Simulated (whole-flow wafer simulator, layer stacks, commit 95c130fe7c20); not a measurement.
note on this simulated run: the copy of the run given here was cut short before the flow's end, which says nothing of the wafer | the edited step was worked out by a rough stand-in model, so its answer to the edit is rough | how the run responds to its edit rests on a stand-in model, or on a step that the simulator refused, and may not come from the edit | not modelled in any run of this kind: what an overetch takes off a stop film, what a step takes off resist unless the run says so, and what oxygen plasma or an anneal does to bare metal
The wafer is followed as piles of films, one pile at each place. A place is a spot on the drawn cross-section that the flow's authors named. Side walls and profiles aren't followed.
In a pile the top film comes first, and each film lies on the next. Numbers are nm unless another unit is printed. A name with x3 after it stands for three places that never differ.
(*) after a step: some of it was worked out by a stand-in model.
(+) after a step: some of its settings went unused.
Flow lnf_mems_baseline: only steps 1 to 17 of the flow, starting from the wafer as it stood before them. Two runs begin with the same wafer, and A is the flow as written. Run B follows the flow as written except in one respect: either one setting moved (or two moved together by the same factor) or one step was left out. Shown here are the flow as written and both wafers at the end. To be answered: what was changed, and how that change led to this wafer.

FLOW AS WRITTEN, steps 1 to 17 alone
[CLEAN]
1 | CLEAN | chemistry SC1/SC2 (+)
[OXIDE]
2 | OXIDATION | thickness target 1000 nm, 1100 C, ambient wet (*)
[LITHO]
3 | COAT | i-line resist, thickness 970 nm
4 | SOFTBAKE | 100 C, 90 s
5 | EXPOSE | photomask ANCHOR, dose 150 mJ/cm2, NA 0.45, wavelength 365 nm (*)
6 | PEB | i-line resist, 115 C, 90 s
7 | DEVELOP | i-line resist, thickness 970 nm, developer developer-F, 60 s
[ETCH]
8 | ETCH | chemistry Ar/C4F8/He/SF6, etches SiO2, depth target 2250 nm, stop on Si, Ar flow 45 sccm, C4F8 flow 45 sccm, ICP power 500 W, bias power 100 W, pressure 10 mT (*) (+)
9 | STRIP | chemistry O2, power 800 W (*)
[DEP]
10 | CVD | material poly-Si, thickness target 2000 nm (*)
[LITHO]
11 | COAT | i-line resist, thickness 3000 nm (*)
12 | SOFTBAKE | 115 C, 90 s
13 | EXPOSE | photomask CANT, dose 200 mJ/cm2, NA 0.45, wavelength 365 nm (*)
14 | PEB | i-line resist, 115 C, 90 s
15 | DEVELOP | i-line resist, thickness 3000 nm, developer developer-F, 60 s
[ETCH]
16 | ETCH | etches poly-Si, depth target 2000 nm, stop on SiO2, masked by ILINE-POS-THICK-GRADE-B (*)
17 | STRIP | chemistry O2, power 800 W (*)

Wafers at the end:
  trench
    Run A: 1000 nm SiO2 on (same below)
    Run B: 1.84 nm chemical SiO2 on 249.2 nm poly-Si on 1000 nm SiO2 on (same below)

What caused this: step 16, ETCH: depth target 1750 nm was run, though the flow has depth target 2000 nm.

The path from the change to this, step by step:
  16 | ETCH | etches poly-Si, depth target 2000 nm, stop on SiO2, masked by ILINE-POS-THICK-GRADE-B (*)
      trench, char_slit: A -2000 poly-Si (all of it) | B -1750 poly-Si
      field, anchor, beam: A -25 i-line resist | B -21.9 i-line resist
  17 | STRIP | chemistry O2, power 800 W (*)
      trench, char_slit: A nothing | B +1.84 chemical SiO2 (new film), -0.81 poly-Si
